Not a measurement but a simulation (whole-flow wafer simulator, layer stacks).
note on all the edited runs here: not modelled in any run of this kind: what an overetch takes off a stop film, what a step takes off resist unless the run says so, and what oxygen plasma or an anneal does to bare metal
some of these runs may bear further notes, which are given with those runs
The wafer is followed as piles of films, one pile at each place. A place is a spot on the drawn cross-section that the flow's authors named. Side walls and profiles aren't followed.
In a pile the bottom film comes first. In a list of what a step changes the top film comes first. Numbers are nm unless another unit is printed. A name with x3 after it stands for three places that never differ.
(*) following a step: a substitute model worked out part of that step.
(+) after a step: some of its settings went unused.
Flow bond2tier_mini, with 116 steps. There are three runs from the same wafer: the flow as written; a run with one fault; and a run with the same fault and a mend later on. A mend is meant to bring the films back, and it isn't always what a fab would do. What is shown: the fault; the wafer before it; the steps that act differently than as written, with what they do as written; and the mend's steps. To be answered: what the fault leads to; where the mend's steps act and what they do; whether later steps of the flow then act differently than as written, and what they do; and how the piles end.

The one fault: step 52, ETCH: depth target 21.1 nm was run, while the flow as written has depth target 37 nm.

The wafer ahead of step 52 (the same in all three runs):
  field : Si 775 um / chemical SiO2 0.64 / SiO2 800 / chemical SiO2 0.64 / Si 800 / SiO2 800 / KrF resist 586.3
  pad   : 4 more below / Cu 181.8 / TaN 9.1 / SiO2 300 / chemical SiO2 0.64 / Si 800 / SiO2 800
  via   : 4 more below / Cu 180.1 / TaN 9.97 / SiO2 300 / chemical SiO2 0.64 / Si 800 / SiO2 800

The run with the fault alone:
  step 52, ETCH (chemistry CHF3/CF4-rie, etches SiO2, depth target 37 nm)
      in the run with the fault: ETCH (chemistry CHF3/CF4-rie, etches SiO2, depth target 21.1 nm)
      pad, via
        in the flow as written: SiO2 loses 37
        in the run with the fault: SiO2 loses 21.1
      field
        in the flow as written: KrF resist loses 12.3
        in the run with the fault: KrF resist loses 7.03
  Steps further on in the flow that do not act as written (5 other steps are not shown; they differ only slightly, by no more than 2% or 0.5 nm, whichever is larger):
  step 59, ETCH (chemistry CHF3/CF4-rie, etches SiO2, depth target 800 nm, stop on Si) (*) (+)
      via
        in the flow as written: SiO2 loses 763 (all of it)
        in the run with the fault: SiO2 loses 778.9 (all of it)
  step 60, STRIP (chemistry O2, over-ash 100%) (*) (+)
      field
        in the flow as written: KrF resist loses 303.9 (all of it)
        in the run with the fault: KrF resist loses 310.6 (all of it)
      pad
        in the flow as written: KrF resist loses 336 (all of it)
        in the run with the fault: KrF resist loses 328.9 (all of it)
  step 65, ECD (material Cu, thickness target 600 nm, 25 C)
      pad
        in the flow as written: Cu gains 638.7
        in the run with the fault: Cu gains 622
  At pad, the piles at the end differ from the flow's by more than 2% or 0.5 nm, whichever is larger.
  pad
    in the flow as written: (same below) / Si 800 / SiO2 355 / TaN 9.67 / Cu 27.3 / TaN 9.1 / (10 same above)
    in the run with the fault: (same below) / Si 800 / SiO2 370.9 / TaN 9.81 / Cu 11.3 / TaN 9.1 / (10 same above)

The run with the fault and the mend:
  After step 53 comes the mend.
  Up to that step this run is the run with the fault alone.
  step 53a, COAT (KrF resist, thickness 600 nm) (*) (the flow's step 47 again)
      field
        KrF resist gains 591 (new film)
      pad
        KrF resist gains 609.3 (new film)
      via
        KrF resist gains 608.2 (new film)
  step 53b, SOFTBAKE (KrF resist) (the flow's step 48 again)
      leaves every film unchanged at each place that is followed
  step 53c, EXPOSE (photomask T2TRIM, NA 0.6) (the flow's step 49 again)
      leaves every film unchanged at each place that is followed
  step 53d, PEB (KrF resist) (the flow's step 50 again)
      leaves every film unchanged at each place that is followed
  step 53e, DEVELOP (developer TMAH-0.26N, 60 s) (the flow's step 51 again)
      field
        KrF resist loses 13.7
      pad
        KrF resist loses 609.3 (all of it)
      via
        KrF resist loses 608.2 (all of it)
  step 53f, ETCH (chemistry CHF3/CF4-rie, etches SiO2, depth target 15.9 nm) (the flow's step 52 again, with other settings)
      pad, via
        SiO2 loses 15.9
      field
        KrF resist loses 5.3
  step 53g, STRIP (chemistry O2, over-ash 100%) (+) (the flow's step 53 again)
      field
        KrF resist loses 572 (all of it)
  Every later step of the flow that is run acts as written at every place that is followed.
  By the end, the piles equal the flow's at every place that both follow.
